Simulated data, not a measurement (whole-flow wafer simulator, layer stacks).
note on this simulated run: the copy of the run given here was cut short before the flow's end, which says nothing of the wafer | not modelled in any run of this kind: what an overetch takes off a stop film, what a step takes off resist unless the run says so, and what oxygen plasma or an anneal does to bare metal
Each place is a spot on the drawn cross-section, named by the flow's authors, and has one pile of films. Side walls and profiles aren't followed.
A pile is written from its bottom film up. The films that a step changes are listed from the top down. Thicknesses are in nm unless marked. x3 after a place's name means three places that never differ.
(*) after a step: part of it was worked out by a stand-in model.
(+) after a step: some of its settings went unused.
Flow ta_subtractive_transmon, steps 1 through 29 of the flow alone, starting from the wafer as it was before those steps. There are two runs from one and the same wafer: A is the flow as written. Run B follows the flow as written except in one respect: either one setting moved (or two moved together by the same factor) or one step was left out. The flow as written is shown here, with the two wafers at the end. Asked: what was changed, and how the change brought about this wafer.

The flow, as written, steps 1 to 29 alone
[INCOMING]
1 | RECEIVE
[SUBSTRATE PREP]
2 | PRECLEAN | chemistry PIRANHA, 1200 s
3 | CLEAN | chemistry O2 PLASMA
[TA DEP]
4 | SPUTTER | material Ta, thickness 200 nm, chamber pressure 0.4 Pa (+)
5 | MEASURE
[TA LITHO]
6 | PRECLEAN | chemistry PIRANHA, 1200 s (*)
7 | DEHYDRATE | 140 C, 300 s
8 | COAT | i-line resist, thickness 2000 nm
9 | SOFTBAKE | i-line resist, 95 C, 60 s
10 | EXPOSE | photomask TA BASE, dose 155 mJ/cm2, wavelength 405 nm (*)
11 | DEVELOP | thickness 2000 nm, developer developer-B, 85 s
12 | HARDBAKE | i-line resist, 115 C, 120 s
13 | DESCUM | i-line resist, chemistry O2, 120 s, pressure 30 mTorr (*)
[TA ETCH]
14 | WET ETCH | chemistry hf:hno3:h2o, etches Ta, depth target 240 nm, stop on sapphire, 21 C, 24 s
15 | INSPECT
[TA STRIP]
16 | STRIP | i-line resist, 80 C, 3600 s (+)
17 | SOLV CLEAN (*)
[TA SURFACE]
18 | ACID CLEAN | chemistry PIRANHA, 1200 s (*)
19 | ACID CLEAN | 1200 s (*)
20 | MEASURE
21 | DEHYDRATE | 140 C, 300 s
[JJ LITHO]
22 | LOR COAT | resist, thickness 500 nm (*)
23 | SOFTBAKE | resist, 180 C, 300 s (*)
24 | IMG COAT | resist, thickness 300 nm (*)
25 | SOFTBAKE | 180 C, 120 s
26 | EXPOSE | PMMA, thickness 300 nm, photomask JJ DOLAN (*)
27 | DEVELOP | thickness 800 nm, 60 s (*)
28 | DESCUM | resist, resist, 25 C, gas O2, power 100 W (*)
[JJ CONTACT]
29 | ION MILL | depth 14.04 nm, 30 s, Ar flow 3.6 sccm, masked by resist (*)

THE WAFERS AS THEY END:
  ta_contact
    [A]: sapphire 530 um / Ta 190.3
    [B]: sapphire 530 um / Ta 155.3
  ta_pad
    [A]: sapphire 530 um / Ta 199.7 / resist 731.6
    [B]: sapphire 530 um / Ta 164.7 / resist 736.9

The reason: step 4, SPUTTER: thickness 165 nm was run, though the flow has thickness 200 nm.

The path from the change to this, step by step:
  4 | SPUTTER | material Ta, thickness 200 nm, chamber pressure 0.4 Pa (+)
      field x2, jj_line, lead, ta_contact, ta_pad: A +200 Ta (new film) | B +165 Ta (new film)
  14 | WET ETCH | chemistry hf:hno3:h2o, etches Ta, depth target 240 nm, stop on sapphire, 21 C, 24 s
      field x2, jj_line, lead: A -200 Ta (all of it) | B -165 Ta (all of it)
